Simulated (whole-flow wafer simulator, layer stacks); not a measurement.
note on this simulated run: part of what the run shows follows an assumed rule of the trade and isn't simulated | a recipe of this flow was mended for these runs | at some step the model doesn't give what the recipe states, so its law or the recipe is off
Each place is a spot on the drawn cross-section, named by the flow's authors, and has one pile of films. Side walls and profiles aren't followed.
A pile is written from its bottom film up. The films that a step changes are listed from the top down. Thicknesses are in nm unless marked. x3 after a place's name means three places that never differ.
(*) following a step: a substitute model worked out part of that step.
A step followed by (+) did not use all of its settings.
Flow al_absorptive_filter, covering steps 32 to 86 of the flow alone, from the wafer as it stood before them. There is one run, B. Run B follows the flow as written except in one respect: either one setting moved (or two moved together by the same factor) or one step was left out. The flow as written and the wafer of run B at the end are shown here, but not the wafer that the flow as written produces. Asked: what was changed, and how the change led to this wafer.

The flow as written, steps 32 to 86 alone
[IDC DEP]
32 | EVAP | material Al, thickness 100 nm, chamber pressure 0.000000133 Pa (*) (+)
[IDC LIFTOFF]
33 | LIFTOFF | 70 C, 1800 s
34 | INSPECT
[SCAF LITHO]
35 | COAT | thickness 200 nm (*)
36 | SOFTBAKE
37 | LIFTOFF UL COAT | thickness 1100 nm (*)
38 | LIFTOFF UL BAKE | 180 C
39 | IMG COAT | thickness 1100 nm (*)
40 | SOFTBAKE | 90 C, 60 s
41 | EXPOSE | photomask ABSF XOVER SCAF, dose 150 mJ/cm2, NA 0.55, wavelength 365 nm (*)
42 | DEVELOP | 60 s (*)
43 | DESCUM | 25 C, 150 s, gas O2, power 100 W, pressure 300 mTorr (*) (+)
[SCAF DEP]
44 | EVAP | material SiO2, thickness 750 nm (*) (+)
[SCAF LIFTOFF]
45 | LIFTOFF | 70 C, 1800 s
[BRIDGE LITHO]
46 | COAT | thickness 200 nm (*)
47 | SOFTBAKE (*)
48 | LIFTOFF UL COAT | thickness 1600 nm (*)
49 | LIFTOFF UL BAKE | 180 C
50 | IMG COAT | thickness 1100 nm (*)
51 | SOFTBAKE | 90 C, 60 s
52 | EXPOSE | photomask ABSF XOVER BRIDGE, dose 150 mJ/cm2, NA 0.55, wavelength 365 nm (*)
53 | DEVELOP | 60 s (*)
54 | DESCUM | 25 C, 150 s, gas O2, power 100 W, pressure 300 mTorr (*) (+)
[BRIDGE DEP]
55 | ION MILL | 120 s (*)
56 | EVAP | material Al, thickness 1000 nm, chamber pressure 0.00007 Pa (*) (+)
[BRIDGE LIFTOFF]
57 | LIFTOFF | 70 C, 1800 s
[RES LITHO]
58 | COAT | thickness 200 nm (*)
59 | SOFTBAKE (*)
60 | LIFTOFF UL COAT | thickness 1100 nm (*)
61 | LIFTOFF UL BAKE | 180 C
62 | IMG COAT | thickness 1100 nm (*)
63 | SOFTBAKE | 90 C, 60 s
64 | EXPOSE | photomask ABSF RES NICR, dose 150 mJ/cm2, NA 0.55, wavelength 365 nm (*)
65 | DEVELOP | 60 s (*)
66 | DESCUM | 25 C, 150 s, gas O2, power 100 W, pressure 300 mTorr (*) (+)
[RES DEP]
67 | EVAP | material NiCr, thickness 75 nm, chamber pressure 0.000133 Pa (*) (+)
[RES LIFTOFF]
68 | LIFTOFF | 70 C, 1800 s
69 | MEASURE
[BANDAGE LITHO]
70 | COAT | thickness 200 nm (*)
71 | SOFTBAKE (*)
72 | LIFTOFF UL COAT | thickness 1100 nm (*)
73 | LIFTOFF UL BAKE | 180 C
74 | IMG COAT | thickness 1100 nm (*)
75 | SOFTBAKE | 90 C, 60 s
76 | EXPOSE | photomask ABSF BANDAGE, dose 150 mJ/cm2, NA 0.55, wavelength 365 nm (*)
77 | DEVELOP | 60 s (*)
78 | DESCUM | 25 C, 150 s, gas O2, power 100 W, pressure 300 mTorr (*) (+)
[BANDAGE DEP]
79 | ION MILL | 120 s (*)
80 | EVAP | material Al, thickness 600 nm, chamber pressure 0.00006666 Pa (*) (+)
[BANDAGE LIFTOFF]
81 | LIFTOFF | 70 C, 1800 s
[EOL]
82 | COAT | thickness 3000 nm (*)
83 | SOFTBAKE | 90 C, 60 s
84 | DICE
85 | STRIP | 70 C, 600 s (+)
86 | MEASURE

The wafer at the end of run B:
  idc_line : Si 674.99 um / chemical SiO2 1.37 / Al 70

What caused this: step 32, EVAP: thickness 70 nm was run, whereas the flow has thickness 100 nm.
The wafer itself shows it: idc_line has Al 70, and step 32 as written asks for 100 nm.

The path from the change to this, step by step:
  32 | EVAP | material Al, thickness 100 nm, chamber pressure 0.000000133 Pa (*) (+)
      gnd, pad_far, pad_near and 11 more: +70 Al (new film) (it would be, as written: +100 Al (new film))
  33 | LIFTOFF | 70 C, 1800 s
      gnd, xa_field, xa_margin, xa_strip, xl_land, idc_field, idc_space: -70 Al (all of it), -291 e-beam-resist (all of it) (it would be, as written: -100 Al (all of it), -291 e-beam-resist (all of it))
      pad_far: -70 Al (all of it), -287 e-beam-resist (all of it) (it would be, as written: -100 Al (all of it), -287 e-beam-resist (all of it))
      (as well as at 5 more places)
  35 | COAT | thickness 200 nm (*)
      idc_line: +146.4 acrylic-e-beam-resist (new film) (it would be, as written: +125.3 acrylic-e-beam-resist (new film))
      idc_space: +218.4 acrylic-e-beam-resist (new film) (it would be, as written: +228.2 acrylic-e-beam-resist (new film))
  45 | LIFTOFF | 70 C, 1800 s
      idc_line: -750 SiO2 (all of it), -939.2 i-line-resist (all of it), -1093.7 lift-off-underlayer (all of it), -146.4 acrylic-e-beam-resist (all of it) (it would be, as written: -750 SiO2 (all of it), -939.2 i-line-resist (all of it), -1090 lift-off-underlayer (all of it), -125.3 acrylic-e-beam-resist (all of it))
      idc_space: -750 SiO2 (all of it), -939.2 i-line-resist (all of it), -1092.5 lift-off-underlayer (all of it), -218.4 acrylic-e-beam-resist (all of it) (it would be, as written: -750 SiO2 (all of it), -939.1 i-line-resist (all of it), -1087.8 lift-off-underlayer (all of it), -228.2 acrylic-e-beam-resist (all of it))
  46 | COAT | thickness 200 nm (*)
      idc_line: +149.3 acrylic-e-beam-resist (new film) (it would be, as written: +129.8 acrylic-e-beam-resist (new film))
      idc_space: +219.7 acrylic-e-beam-resist (new film) (it would be, as written: +229.8 acrylic-e-beam-resist (new film))
  57 | LIFTOFF | 70 C, 1800 s
      idc_line: -1000 Al (all of it), -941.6 i-line-resist (all of it), -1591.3 lift-off-underlayer (all of it), -149.3 acrylic-e-beam-resist (all of it) (it would be, as written: -1000 Al (all of it), -941.5 i-line-resist (all of it), -1586.1 lift-off-underlayer (all of it), -129.8 acrylic-e-beam-resist (all of it))
      idc_space: -1000 Al (all of it), -941.6 i-line-resist (all of it), -1591.7 lift-off-underlayer (all of it), -219.7 acrylic-e-beam-resist (all of it) (it would be, as written: -1000 Al (all of it), -941.5 i-line-resist (all of it), -1586.9 lift-off-underlayer (all of it), -229.8 acrylic-e-beam-resist (all of it))
  58 | COAT | thickness 200 nm (*)
      idc_line: +149.3 acrylic-e-beam-resist (new film) (it would be, as written: +129.8 acrylic-e-beam-resist (new film))
      idc_space: +219.7 acrylic-e-beam-resist (new film) (it would be, as written: +229.8 acrylic-e-beam-resist (new film))
  68 | LIFTOFF | 70 C, 1800 s
      idc_line: -75 NiCr (all of it), -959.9 i-line-resist (all of it), -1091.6 lift-off-underlayer (all of it), -149.3 acrylic-e-beam-resist (all of it) (it would be, as written: -75 NiCr (all of it), -959.8 i-line-resist (all of it), -1086.6 lift-off-underlayer (all of it), -129.8 acrylic-e-beam-resist (all of it))
      idc_space: -75 NiCr (all of it), -959.9 i-line-resist (all of it), -1092 lift-off-underlayer (all of it), -219.7 acrylic-e-beam-resist (all of it) (it would be, as written: -75 NiCr (all of it), -959.8 i-line-resist (all of it), -1087.4 lift-off-underlayer (all of it), -229.8 acrylic-e-beam-resist (all of it))
  70 | COAT | thickness 200 nm (*)
      idc_line: +149.3 acrylic-e-beam-resist (new film) (it would be, as written: +129.8 acrylic-e-beam-resist (new film))
      idc_space: +219.7 acrylic-e-beam-resist (new film) (it would be, as written: +229.8 acrylic-e-beam-resist (new film))
  81 | LIFTOFF | 70 C, 1800 s
      idc_line: -600 Al (all of it), -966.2 i-line-resist (all of it), -1091.6 lift-off-underlayer (all of it), -149.3 acrylic-e-beam-resist (all of it) (it would be, as written: -600 Al (all of it), -966.1 i-line-resist (all of it), -1086.6 lift-off-underlayer (all of it), -129.8 acrylic-e-beam-resist (all of it))
      idc_space: -600 Al (all of it), -966.2 i-line-resist (all of it), -1092 lift-off-underlayer (all of it), -219.7 acrylic-e-beam-resist (all of it) (it would be, as written: -600 Al (all of it), -966.1 i-line-resist (all of it), -1087.4 lift-off-underlayer (all of it), -229.8 acrylic-e-beam-resist (all of it))
